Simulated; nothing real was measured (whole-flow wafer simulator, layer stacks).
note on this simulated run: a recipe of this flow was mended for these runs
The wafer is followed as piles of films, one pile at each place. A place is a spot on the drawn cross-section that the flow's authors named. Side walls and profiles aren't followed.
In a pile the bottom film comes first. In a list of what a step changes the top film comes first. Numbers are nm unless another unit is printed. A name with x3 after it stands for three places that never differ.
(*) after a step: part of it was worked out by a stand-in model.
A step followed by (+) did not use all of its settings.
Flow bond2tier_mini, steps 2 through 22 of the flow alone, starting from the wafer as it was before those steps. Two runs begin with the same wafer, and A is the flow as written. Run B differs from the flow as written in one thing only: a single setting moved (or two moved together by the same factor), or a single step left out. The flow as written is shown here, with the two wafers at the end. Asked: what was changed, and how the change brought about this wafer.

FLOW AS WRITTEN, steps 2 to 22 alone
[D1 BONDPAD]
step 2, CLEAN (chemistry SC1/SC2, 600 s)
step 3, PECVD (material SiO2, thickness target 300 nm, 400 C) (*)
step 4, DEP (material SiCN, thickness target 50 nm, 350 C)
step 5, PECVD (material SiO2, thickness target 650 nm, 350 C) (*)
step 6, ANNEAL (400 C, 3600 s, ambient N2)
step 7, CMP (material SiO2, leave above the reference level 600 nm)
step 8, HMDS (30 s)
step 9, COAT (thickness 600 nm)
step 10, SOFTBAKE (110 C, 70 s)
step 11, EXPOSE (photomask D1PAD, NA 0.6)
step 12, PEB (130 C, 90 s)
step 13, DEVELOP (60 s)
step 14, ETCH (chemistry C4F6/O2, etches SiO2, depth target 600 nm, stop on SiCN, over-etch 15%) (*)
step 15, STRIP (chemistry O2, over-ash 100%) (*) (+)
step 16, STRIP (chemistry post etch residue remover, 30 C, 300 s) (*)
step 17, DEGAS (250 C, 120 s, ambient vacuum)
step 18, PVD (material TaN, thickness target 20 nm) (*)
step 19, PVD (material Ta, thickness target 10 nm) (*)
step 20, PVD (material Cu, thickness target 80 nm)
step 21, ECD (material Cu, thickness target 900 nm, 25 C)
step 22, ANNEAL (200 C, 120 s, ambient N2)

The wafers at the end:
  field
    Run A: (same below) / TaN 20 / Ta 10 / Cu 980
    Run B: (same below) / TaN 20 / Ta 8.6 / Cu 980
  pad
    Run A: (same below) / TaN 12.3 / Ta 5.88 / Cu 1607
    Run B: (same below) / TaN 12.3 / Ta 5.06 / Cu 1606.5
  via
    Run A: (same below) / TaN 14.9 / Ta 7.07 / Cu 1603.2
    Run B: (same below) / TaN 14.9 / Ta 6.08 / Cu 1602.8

Cause: step 19, PVD: thickness target 8.6 nm was run, though the flow has thickness target 10 nm.
The wafer lets one read it off: field has Ta 8.6, and step 19 as written asks for 10 nm.

Step by step, how the change led to this:
  step 19, PVD (material Ta, thickness target 10 nm) (*)
      field: A Ta gains 10 (new film) | B Ta gains 8.6 (new film)
      pad: A Ta gains 5.88 (new film) | B Ta gains 5.06 (new film)
      (and at 1 other place as well)
